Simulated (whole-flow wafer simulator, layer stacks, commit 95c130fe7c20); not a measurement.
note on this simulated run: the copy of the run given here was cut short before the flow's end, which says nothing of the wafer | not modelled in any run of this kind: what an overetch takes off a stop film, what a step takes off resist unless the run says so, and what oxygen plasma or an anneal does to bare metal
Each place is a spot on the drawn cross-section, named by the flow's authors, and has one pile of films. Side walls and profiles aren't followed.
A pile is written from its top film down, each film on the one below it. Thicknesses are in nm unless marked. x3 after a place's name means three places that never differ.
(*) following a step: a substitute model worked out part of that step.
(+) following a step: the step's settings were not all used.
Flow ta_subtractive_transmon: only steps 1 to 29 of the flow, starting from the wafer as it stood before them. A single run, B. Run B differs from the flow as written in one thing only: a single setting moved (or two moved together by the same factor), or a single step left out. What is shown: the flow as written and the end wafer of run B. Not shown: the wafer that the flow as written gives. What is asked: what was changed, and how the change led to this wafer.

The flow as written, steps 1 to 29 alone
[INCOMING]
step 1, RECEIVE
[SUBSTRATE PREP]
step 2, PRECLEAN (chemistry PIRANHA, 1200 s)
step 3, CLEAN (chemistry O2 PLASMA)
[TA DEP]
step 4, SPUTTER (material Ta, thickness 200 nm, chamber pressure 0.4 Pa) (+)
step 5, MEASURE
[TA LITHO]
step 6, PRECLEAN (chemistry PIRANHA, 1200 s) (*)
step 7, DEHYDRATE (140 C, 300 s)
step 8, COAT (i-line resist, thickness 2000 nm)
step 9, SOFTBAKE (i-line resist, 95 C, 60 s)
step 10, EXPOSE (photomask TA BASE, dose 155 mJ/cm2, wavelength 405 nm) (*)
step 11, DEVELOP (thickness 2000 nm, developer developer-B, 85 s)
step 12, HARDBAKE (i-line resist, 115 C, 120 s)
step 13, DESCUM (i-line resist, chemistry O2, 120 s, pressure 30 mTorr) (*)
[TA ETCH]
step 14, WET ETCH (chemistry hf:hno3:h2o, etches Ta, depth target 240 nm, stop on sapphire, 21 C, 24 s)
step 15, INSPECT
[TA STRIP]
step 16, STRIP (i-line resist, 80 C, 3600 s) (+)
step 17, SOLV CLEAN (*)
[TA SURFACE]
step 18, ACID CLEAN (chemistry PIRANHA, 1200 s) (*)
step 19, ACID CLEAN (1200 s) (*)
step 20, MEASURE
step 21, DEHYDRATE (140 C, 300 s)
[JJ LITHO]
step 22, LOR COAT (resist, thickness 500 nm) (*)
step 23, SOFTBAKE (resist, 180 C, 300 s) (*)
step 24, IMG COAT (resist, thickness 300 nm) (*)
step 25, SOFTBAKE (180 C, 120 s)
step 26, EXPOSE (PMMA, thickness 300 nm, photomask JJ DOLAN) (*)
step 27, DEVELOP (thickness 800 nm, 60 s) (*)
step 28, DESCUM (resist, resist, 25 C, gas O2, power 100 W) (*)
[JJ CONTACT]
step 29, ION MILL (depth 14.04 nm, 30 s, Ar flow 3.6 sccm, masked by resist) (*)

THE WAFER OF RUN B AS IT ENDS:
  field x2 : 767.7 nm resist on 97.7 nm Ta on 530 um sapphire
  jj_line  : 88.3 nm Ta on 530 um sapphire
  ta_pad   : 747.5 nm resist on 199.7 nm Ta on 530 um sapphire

The reason: step 14, WET ETCH: depth target 102 nm was run, though the flow has depth target 240 nm; step 14, WET ETCH: 10.2 s was run, where the flow has 24 s.

Step by step, how the change led to this:
  step 14, WET ETCH (chemistry hf:hno3:h2o, etches Ta, depth target 240 nm, stop on sapphire, 21 C, 24 s)
      field x2, jj_line, lead: Ta loses 102 (in the flow as written it would be: Ta loses 200 (all of it))
  step 22, LOR COAT (resist, thickness 500 nm) (*)
      lead: resist gains 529 (new film) (in the flow as written it would be: resist gains 554.8 (new film))
      ta_contact: resist gains 470 (new film) (in the flow as written it would be: resist gains 443.8 (new film))
  step 24, IMG COAT (resist, thickness 300 nm) (*)
      ta_contact: resist gains 293.8 (in the flow as written it would be: resist gains 287.4)
      ta_pad: resist gains 290.3 (in the flow as written it would be: resist gains 281.3)
  step 27, DEVELOP (thickness 800 nm, 60 s) (*)
      lead: resist loses 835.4 (all of it) (in the flow as written it would be: resist loses 867.4 (all of it))
      ta_contact: resist loses 763.7 (all of it) (in the flow as written it would be: resist loses 731.2 (all of it))
  step 29, ION MILL (depth 14.04 nm, 30 s, Ar flow 3.6 sccm, masked by resist) (*)
      jj_line, lead: Ta loses 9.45 (in the flow as written it would be: sapphire loses 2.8)
Taking metal films that touch as one body, field x2 has 1 body; the flow as written gives 0 bodies.
Taking metal films that touch as one body, jj_line has 1 body; the flow as written gives 0 bodies.
